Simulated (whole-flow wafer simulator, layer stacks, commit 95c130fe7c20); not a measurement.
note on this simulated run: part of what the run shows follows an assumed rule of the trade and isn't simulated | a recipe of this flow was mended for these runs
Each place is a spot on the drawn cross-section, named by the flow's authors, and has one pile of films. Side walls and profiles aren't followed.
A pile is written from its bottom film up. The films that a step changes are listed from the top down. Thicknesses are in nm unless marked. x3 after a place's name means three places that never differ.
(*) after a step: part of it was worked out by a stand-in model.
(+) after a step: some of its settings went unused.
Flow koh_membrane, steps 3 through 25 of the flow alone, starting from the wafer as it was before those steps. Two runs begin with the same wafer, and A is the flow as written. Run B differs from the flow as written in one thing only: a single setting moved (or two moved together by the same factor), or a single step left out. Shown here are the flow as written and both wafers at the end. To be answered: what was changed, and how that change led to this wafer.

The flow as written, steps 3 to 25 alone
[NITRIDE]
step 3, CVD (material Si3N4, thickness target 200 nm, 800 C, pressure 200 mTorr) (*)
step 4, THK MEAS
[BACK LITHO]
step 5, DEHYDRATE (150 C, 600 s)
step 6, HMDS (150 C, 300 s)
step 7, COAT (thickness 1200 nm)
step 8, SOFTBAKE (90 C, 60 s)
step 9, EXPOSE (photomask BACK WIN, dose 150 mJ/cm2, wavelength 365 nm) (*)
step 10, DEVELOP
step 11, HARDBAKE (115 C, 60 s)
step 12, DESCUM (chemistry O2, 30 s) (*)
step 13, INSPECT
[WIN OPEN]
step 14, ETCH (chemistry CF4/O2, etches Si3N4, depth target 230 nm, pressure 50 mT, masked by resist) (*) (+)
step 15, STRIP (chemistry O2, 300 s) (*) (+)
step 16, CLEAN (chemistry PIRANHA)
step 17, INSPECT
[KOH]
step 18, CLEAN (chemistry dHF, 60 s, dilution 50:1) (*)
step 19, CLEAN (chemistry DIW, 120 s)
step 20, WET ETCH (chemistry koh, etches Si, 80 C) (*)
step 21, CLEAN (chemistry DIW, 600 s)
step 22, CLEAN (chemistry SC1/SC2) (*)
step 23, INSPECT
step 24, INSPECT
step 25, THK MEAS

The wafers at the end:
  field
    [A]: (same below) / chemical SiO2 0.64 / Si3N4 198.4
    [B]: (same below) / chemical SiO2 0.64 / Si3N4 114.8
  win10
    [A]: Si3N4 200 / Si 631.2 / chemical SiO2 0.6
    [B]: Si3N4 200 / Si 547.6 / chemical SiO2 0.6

What caused this: step 3, CVD: 765 C was run, though the flow has 800 C.

How this came from the change, step by step:
  step 3, CVD (material Si3N4, thickness target 200 nm, 800 C, pressure 200 mTorr) (*)
      field, win20 x4, win10: A Si3N4 gains 200 (new film) | B Si3N4 gains 116.4 (new film)
  step 14, ETCH (chemistry CF4/O2, etches Si3N4, depth target 230 nm, pressure 50 mT, masked by resist) (*) (+)
      win20 x4, win10: A Si3N4 loses 200 (all of it), chemical SiO2 loses 0.64 (all of it), Si loses 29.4 | B Si3N4 loses 116.4 (all of it), chemical SiO2 loses 0.64 (all of it), Si loses 113
